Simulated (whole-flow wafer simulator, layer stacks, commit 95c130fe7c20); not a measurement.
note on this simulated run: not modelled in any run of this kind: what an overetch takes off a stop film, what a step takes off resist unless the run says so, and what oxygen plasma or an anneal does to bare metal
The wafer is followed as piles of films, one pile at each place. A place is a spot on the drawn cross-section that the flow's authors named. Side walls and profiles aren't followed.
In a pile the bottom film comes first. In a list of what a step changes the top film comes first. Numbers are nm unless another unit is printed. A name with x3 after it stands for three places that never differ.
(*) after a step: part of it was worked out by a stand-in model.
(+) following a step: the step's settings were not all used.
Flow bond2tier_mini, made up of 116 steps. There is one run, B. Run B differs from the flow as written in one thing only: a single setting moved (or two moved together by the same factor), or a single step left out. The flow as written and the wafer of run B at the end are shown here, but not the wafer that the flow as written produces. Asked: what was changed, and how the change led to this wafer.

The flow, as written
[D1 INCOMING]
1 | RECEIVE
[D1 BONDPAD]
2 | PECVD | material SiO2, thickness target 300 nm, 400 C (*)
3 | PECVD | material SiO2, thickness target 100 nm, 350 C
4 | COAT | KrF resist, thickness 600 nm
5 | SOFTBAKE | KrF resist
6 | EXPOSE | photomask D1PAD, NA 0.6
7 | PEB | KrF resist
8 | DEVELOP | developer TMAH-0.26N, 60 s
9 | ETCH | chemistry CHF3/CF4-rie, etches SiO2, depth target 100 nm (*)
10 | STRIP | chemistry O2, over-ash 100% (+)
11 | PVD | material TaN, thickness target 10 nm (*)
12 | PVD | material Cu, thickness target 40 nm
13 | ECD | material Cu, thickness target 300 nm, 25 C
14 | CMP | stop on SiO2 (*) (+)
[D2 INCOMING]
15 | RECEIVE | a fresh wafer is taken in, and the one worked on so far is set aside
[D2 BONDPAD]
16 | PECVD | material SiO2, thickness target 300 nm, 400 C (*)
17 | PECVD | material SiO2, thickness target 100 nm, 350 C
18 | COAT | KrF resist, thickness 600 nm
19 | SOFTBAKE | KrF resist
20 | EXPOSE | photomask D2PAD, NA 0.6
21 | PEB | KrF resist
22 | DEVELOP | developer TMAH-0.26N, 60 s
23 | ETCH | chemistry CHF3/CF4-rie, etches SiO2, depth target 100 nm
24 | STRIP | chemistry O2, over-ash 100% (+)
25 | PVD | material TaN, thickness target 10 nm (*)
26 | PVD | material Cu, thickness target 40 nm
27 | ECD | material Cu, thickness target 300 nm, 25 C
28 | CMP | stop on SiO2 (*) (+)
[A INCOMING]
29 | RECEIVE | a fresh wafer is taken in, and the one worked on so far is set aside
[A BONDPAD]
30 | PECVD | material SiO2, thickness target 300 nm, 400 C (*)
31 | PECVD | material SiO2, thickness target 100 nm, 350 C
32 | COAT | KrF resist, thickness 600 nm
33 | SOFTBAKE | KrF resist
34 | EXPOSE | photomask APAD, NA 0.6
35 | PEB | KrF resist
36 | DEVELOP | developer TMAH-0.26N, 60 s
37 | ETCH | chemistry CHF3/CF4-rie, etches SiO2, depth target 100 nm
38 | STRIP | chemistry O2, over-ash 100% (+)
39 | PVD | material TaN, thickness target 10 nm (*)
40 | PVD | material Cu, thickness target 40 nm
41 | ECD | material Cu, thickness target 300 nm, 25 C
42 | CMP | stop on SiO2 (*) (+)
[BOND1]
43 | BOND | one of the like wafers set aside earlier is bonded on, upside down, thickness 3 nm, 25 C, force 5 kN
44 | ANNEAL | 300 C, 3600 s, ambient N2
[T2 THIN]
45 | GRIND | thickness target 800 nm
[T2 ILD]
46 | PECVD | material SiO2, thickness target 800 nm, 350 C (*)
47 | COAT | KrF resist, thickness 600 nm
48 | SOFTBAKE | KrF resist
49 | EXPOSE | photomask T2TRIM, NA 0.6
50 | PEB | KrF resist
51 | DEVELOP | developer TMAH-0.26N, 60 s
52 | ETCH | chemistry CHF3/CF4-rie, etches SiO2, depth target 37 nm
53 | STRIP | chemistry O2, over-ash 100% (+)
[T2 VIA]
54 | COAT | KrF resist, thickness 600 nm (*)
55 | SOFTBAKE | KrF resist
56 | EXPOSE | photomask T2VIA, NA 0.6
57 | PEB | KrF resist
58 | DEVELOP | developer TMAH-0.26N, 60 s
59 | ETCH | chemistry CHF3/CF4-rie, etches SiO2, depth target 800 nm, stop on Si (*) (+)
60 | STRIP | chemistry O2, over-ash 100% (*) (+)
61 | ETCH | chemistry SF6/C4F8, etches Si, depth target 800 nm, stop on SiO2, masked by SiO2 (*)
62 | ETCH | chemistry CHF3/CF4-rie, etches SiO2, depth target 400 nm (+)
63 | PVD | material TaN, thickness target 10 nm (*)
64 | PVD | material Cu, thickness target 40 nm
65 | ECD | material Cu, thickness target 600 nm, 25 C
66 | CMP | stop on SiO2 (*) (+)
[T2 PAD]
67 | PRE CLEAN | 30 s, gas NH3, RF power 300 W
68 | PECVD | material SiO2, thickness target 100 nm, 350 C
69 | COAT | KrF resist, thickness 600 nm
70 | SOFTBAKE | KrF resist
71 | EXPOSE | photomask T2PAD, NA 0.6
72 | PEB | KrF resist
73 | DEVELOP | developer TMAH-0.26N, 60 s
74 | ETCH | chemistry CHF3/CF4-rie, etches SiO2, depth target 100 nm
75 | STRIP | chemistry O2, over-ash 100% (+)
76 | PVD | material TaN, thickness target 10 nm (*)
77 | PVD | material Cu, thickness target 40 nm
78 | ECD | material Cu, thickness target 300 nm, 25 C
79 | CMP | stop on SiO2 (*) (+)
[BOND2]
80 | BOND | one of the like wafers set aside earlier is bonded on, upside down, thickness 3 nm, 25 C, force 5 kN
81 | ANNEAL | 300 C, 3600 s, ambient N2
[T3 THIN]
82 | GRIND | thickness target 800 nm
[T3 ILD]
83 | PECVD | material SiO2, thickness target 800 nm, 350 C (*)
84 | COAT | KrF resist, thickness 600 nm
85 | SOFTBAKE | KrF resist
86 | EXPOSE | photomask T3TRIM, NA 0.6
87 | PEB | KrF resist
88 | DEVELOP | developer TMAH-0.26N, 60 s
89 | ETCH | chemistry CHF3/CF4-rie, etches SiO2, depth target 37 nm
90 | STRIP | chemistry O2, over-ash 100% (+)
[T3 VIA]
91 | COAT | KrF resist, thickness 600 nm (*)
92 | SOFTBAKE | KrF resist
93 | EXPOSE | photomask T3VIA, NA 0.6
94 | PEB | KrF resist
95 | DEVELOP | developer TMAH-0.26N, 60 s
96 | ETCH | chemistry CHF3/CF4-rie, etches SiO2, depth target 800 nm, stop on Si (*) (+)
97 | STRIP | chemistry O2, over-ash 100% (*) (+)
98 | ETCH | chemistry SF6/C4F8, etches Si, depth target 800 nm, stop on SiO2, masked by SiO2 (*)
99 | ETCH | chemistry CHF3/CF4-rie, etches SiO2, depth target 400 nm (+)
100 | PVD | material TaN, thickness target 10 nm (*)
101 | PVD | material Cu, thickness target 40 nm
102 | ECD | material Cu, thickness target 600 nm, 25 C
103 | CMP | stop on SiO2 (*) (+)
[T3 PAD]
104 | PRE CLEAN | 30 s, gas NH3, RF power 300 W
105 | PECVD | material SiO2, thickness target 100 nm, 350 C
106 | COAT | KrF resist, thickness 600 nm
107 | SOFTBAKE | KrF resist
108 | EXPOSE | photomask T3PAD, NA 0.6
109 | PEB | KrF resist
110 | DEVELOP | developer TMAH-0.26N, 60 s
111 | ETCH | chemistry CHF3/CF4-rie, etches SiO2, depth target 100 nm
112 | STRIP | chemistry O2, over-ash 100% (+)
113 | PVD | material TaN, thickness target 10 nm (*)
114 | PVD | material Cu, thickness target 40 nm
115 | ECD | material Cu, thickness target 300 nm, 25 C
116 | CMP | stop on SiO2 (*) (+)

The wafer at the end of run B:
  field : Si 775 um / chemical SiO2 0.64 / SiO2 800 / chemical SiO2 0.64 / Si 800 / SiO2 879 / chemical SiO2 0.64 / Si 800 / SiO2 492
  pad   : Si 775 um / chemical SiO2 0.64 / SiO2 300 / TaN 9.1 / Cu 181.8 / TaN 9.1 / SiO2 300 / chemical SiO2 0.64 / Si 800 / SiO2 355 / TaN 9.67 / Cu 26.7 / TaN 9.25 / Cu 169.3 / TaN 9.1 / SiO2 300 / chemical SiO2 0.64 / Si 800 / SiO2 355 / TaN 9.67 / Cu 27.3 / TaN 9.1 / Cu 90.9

The reason: step 68, PECVD: thickness target 87 nm was run, whereas the flow has thickness target 100 nm.

The path from the change to this, step by step:
  68 | PECVD | material SiO2, thickness target 100 nm, 350 C
      field: SiO2 gains 87 (in the flow as written it would be: SiO2 gains 100)
      pad: SiO2 gains 87 (new film) (in the flow as written it would be: SiO2 gains 100 (new film))
  74 | ETCH | chemistry CHF3/CF4-rie, etches SiO2, depth target 100 nm
      pad: SiO2 loses 87 (all of it), Cu loses 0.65 (in the flow as written it would be: SiO2 loses 100 (all of it))
  78 | ECD | material Cu, thickness target 300 nm, 25 C
      pad: Cu gains 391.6 (in the flow as written it would be: Cu gains 404.5)
